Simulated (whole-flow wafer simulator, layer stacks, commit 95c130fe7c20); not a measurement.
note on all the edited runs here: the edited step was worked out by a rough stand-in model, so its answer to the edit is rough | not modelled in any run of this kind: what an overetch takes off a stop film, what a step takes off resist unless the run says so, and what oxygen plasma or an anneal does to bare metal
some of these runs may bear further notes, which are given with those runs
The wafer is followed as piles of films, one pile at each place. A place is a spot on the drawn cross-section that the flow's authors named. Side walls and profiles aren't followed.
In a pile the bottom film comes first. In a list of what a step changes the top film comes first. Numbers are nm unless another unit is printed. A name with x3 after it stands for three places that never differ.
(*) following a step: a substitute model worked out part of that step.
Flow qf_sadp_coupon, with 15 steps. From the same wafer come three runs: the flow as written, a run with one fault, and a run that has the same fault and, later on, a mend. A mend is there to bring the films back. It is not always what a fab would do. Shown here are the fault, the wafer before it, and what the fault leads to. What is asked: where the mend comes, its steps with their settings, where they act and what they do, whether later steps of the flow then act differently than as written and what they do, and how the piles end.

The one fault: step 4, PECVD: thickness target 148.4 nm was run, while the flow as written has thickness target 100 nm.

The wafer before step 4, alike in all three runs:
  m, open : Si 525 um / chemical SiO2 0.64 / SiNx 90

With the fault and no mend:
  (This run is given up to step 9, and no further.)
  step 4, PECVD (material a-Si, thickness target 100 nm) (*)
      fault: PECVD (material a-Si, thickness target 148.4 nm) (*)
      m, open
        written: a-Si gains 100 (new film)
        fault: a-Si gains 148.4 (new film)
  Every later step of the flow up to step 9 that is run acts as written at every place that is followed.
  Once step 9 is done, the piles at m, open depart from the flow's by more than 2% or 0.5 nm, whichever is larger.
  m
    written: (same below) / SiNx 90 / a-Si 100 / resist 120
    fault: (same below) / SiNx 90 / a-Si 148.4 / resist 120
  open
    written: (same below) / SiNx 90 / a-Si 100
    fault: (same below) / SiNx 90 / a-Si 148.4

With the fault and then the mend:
  The mend stands after step 4.
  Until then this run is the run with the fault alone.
  step 4a, ETCH (chemistry tmah, depth target 170.7 nm)
      m, open
        a-Si loses 148.4 (all of it)
  step 4b, PECVD (material a-Si, thickness target 100 nm) (*) (the flow's step 4, run once more)
      m, open
        a-Si gains 100 (new film)
  Every later step of the flow that is run acts as written at every place that is followed.
  The piles end the same as the flow's at every place that both follow.
